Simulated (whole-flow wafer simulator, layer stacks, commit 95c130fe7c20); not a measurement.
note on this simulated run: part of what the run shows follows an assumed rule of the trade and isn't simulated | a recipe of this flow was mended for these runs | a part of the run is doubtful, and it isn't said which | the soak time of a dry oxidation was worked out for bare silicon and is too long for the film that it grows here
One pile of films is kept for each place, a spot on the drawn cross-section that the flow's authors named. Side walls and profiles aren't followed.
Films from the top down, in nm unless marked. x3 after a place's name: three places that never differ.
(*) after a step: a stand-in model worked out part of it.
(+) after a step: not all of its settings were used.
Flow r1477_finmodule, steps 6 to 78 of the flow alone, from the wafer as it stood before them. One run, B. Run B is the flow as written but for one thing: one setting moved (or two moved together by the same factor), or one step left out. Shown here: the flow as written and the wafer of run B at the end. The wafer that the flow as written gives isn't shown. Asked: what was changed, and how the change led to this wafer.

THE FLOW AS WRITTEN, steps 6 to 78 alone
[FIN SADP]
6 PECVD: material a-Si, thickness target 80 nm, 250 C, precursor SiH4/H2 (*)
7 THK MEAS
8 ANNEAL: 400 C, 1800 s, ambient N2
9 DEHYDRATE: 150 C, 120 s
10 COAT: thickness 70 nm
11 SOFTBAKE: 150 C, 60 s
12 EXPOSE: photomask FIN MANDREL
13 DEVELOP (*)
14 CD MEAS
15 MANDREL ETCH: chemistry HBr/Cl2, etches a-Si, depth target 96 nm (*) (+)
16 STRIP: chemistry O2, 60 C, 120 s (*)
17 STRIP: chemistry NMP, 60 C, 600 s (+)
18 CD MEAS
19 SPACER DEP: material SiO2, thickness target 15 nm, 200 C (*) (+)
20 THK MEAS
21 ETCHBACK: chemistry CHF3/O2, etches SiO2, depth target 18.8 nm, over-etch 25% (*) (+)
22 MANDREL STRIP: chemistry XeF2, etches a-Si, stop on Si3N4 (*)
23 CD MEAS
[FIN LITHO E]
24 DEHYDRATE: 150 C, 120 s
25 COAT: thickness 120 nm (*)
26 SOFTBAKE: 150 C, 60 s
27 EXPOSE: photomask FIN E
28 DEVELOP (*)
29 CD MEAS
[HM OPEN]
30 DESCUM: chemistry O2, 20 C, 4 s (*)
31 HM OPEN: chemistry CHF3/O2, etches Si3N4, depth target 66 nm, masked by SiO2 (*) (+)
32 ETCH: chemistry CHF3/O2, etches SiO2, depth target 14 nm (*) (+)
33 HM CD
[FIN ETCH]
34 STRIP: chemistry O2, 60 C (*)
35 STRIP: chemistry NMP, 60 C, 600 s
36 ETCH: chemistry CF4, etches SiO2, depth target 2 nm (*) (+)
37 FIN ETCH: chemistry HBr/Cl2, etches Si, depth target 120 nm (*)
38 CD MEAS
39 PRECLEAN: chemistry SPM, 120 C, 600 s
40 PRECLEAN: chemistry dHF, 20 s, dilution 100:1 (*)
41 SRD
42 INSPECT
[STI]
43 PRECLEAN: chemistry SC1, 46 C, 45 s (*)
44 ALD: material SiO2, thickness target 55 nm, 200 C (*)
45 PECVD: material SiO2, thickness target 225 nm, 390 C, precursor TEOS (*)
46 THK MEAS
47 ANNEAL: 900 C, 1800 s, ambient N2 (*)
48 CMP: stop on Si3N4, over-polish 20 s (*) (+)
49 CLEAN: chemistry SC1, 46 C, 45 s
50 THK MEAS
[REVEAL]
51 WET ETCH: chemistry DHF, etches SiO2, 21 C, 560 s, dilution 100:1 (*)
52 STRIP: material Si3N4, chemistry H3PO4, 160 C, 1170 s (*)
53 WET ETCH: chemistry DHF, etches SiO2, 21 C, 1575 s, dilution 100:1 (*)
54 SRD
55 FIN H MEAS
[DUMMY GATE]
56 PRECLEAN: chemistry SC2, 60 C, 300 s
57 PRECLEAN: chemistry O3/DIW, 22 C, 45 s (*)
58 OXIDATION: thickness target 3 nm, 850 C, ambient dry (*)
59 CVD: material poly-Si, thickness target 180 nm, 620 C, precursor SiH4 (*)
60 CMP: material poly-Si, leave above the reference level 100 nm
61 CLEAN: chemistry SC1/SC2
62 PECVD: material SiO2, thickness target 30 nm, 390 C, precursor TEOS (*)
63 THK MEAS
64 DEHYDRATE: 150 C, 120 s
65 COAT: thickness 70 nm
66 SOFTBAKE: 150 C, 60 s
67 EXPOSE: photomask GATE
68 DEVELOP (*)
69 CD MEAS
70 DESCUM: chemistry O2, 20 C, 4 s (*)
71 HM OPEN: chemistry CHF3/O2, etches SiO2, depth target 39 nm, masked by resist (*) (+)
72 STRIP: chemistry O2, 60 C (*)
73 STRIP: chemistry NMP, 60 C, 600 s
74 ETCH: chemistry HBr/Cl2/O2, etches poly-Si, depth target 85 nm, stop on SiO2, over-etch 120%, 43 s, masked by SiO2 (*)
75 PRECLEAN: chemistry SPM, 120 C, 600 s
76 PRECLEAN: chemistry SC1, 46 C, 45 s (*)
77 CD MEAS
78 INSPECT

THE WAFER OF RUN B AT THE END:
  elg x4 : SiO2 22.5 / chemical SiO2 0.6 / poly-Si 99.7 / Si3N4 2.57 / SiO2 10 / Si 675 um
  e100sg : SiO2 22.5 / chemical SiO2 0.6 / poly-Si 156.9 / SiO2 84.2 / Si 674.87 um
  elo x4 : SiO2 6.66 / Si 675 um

The cause: step 21, ETCHBACK: depth target 28.7 nm was run, where the flow has depth target 18.8 nm.

How the change led to this, step by step:
  21 ETCHBACK: chemistry CHF3/O2, etches SiO2, depth target 18.8 nm, over-etch 25% (*) (+)
      pad, padg, elg x4 and 18 more: SiO2 -15 (all of it), Si3N4 -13 (as written it would be: SiO2 -15 (all of it), Si3N4 -3.62)
      s40cg, s45cg, s50cg, s40co, s45co, s50co: SiO2 -15 (all of it), chemical SiO2 -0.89 (all of it), a-Si -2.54 (as written it would be: SiO2 -15 (all of it), chemical SiO2 -0.89 (all of it), a-Si -0.58)
  22 MANDREL STRIP: chemistry XeF2, etches a-Si, stop on Si3N4 (*)
      s40cg, s45cg, s50cg, s40co, s45co, s50co: a-Si -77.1 (all of it) (as written it would be: a-Si -79 (all of it))
  25 COAT: thickness 120 nm (*)
      s40cg, s40co: e-beam-resist +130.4 (new film) (as written it would be: e-beam-resist +136.7 (new film))
      s40sg, s40so: e-beam-resist +145.6 (new film) (as written it would be: e-beam-resist +142.6 (new film))
      (and at 14 more places)
  28 DEVELOP (*)
      s40cg, s40co: e-beam-resist -130.4 (all of it) (as written it would be: e-beam-resist -136.7 (all of it))
      s40sg, s40so: e-beam-resist -145.6 (all of it) (as written it would be: e-beam-resist -142.6 (all of it))
      (and at 14 more places)
  31 HM OPEN: chemistry CHF3/O2, etches Si3N4, depth target 66 nm, masked by SiO2 (*) (+)
      pad, padg, esg and 13 more: Si3N4 -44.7 (all of it), SiO2 -10 (all of it), Si -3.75 (as written it would be: Si3N4 -54.1 (all of it), SiO2 -5.95)
  32 ETCH: chemistry CHF3/O2, etches SiO2, depth target 14 nm (*) (+)
      pad, padg: Si -2.8 (as written it would be: SiO2 -4.05 (all of it), Si -1.99)
      esg, eso: Si -2.31 (as written it would be: SiO2 -4.05 (all of it), Si -1.99)
      (and at 12 more places)
  44 ALD: material SiO2, thickness target 55 nm, 200 C (*)
      s40cg, s45cg, s50cg, s40co, s45co, s50co: SiO2 +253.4 (new film) (as written it would be: SiO2 +263.2 (new film))
      s40sg, s45sg, s40so, s45so: SiO2 +258.2 (new film) (as written it would be: SiO2 +263.8 (new film))
      (and at 10 more places)
  48 CMP: stop on Si3N4, over-polish 20 s (*) (+)
      elg x4, esg, e40sg and 10 more: SiO2 -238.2 (as written it would be: SiO2 -247.6)
      s40cg, s40sg, s45cg and 9 more: SiO2 -278.3 (as written it would be: SiO2 -288.1)
      (and at 8 more places)
  51 WET ETCH: chemistry DHF, etches SiO2, 21 C, 560 s, dilution 100:1 (*)
      elg x4, elo x4: SiO2 -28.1 (as written it would be: SiO2 -22.3 (all of it), Si3N4 -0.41)
  52 STRIP: material Si3N4, chemistry H3PO4, 160 C, 1170 s (*)
      elg x4, elo x4: SiO2 -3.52 (all of it), Si3N4 -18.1 (as written it would be: Si3N4 -33.9 (all of it), SiO2 -2.15)
  53 WET ETCH: chemistry DHF, etches SiO2, 21 C, 1575 s, dilution 100:1 (*)
      elg x4, elo x4: Si3N4 -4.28 (as written it would be: SiO2 -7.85 (all of it))
  57 PRECLEAN: chemistry O3/DIW, 22 C, 45 s (*)
      elg x4, elo x4: nothing (as written it would be: chemical SiO2 +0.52, Si -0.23)
  58 OXIDATION: thickness target 3 nm, 850 C, ambient dry (*)
      elg x4, elo x4: nothing (as written it would be: SiO2 +3 (new film), chemical SiO2 -0.85 (all of it), Si -0.95)
  59 CVD: material poly-Si, thickness target 180 nm, 620 C, precursor SiH4 (*)
      esg, e40sg, e100sg, eso, e40so, e100so: poly-Si +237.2 (new film) (as written it would be: poly-Si +226.3 (new film))
      e200sg, e200so: poly-Si +237.2 (new film) (as written it would be: poly-Si +219.2 (new film))
  60 CMP: material poly-Si, leave above the reference level 100 nm
      s40cg, s40sg, s40sg_line and 15 more: poly-Si -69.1 (as written it would be: poly-Si -80)
      pad, padg: poly-Si -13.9 (as written it would be: poly-Si -24.8)
      (and at 2 more places)
  74 ETCH: chemistry HBr/Cl2/O2, etches poly-Si, depth target 85 nm, stop on SiO2, over-etch 120%, 43 s, masked by SiO2 (*)
      elo x4: chemical SiO2 -1.12 (all of it), poly-Si -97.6 (all of it), Si3N4 -2.57 (all of it), SiO2 -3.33 (as written it would be: chemical SiO2 -1.12 (all of it), poly-Si -97.6 (all of it), SiO2 -0.45)
      eso, e40so, e100so and 7 more: chemical SiO2 -1.12 (all of it), poly-Si -154.8 (all of it), SiO2 -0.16 (as written it would be: chemical SiO2 -1.12 (all of it), poly-Si -143.9 (all of it), SiO2 -0.22)
      (and at 4 more places)
